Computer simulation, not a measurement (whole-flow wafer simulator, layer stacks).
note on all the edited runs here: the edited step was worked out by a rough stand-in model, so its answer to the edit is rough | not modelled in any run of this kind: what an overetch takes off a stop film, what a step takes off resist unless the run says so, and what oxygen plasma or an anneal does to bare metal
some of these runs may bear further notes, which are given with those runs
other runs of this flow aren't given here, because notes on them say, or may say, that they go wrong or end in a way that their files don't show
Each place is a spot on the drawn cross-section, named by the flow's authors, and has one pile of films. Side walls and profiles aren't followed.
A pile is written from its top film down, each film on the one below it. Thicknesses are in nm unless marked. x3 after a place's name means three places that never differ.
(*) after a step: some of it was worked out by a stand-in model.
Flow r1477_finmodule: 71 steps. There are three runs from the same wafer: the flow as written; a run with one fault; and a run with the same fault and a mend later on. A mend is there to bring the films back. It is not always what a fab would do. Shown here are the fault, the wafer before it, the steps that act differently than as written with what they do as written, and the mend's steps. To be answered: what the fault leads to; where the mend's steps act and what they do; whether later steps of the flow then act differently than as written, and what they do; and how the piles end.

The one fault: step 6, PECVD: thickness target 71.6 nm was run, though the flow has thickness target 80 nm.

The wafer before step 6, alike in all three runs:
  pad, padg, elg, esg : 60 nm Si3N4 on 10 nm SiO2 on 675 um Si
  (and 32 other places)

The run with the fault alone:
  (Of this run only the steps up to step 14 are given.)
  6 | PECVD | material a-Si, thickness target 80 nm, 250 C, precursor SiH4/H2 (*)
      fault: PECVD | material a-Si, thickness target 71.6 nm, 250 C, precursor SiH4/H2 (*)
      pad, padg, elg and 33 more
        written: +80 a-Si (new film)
        fault: +71.6 a-Si (new film)
  Later steps of the flow up to step 14 that are run all act as written at every place that is followed.
  After step 14, at pad, padg, elg and 33 more, the piles differ from the flow's by more than 2% or 0.5 nm, whichever is larger.
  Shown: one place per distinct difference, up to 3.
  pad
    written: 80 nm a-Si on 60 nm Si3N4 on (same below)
    fault: 71.6 nm a-Si on 60 nm Si3N4 on (same below)
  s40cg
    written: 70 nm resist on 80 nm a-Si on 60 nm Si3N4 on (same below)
    fault: 70 nm resist on 71.6 nm a-Si on 60 nm Si3N4 on (same below)

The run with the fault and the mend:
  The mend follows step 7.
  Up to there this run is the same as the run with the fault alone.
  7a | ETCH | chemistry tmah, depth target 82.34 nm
      pad, padg, elg and 33 more
        -71.6 a-Si (all of it)
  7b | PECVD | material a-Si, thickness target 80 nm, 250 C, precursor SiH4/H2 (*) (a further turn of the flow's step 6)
      pad, padg, elg and 33 more
        +80 a-Si (new film)
  Later steps of the flow that are run all act as written at every place that is followed.
  At every place that both follow, the piles at the end match the flow's.
